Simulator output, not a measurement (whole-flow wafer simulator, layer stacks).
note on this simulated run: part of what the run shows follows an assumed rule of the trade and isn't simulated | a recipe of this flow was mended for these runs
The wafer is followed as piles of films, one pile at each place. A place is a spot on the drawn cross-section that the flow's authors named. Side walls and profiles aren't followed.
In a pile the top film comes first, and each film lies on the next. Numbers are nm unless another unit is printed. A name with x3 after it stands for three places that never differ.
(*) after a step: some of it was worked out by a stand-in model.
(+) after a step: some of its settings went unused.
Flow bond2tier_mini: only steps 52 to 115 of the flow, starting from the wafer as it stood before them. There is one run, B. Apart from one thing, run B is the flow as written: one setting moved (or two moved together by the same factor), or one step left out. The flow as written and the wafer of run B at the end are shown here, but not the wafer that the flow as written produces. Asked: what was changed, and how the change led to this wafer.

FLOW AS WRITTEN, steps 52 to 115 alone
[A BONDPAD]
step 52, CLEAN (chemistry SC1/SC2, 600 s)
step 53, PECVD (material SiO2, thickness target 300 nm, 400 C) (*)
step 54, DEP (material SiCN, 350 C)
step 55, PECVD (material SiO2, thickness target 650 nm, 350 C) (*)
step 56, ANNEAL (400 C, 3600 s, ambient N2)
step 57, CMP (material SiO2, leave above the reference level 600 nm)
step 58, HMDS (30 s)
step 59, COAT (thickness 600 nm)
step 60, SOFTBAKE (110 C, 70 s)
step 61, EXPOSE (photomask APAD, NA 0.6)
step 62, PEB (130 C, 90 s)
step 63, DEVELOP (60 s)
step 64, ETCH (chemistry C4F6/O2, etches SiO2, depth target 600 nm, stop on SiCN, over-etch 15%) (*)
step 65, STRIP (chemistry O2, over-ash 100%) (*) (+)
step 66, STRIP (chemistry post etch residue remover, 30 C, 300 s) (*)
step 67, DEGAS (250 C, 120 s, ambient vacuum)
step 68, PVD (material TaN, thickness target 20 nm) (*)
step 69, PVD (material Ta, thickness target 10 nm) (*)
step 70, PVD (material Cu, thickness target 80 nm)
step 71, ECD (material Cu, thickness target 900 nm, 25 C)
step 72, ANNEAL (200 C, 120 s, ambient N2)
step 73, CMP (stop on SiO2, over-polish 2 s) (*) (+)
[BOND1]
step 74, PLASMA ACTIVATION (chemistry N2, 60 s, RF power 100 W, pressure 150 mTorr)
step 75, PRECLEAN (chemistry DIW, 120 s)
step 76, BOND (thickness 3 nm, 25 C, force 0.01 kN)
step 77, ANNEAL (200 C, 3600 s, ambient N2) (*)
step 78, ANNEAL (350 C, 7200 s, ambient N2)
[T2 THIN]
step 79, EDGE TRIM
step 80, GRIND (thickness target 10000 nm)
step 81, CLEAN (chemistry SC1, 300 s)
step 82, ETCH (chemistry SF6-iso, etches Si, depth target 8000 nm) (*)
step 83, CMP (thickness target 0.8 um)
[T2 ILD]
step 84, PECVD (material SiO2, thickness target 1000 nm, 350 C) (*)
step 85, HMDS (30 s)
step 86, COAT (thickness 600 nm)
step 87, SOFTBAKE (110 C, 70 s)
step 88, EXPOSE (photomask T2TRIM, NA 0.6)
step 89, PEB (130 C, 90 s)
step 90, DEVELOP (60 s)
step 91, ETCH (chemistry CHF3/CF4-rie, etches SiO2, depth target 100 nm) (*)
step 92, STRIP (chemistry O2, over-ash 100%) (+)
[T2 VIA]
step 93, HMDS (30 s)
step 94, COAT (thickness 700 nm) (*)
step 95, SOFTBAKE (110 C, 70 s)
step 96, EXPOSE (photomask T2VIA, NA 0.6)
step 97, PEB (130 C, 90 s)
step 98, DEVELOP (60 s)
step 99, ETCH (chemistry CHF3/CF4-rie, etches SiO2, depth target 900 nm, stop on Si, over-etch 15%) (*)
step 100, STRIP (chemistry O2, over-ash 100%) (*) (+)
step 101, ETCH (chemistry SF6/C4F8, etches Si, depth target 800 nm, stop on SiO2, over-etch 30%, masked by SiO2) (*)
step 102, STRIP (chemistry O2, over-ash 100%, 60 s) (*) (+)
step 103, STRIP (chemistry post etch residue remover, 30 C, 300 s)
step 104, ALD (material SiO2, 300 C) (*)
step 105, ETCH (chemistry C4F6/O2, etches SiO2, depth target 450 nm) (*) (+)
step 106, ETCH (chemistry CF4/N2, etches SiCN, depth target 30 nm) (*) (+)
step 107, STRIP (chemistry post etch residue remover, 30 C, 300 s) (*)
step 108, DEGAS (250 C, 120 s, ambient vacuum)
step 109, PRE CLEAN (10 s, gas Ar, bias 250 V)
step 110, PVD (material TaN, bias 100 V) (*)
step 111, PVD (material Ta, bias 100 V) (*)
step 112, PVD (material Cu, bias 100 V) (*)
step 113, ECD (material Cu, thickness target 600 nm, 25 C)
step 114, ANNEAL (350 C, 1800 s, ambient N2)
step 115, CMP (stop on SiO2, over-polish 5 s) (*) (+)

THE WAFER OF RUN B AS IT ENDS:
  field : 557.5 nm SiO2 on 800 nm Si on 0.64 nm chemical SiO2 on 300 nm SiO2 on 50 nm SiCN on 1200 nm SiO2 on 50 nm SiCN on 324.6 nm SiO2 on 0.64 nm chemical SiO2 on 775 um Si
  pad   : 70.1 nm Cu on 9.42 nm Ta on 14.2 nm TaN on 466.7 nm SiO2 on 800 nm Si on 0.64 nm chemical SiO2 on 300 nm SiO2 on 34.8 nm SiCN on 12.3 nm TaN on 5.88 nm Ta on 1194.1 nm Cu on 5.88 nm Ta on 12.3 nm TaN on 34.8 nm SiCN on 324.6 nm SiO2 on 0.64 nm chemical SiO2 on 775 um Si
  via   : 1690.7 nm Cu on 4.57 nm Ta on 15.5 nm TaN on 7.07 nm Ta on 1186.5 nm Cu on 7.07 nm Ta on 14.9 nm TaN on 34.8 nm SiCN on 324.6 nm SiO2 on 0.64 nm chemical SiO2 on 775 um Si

Cause: step 53, PECVD: thickness target 324.6 nm was run, while the flow as written has thickness target 300 nm.
One can read it off the wafer: field has SiO2 324.6, and step 53 as written asks for 300 nm.

How this came from the change, step by step:
  step 53, PECVD (material SiO2, thickness target 300 nm, 400 C) (*)
      field, pad, via: SiO2 gains 324.6 (new film) (it would be, as written: SiO2 gains 300 (new film))
